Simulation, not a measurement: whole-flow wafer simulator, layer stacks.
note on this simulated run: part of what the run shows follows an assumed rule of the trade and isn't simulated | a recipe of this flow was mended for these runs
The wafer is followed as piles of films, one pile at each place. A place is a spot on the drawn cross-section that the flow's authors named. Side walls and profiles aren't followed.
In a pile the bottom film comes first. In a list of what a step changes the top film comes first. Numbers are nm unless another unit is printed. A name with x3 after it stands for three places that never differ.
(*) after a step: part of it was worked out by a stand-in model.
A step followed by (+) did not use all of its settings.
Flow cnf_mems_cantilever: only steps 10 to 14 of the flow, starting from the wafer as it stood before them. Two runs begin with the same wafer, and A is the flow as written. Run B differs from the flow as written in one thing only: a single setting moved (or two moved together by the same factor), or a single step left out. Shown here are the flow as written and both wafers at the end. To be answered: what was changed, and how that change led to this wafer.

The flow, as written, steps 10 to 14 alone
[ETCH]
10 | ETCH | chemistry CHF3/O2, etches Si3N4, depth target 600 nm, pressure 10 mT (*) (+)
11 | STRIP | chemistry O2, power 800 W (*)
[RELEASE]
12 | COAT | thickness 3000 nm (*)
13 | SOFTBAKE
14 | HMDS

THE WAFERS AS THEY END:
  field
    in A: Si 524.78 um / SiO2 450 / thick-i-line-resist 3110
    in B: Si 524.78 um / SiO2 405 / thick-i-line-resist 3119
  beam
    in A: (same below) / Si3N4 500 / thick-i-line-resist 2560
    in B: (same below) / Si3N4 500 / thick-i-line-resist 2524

Cause: step 10, ETCH: depth target 690 nm was run, while the flow as written has depth target 600 nm.

Step by step, how the change led to this:
  10 | ETCH | chemistry CHF3/O2, etches Si3N4, depth target 600 nm, pressure 10 mT (*) (+)
      field: A Si3N4 loses 500 (all of it), SiO2 loses 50 | B Si3N4 loses 500 (all of it), SiO2 loses 95
      beam: A KrF-resist loses 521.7 | B KrF-resist loses 600
  11 | STRIP | chemistry O2, power 800 W (*)
      beam: A KrF-resist loses 460.9 (all of it) | B KrF-resist loses 382.7 (all of it)
  13 | SOFTBAKE
      field: A thick-i-line-resist gains 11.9 | B thick-i-line-resist gains 13.1
      beam: A thick-i-line-resist loses 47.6 | B thick-i-line-resist loses 52.3
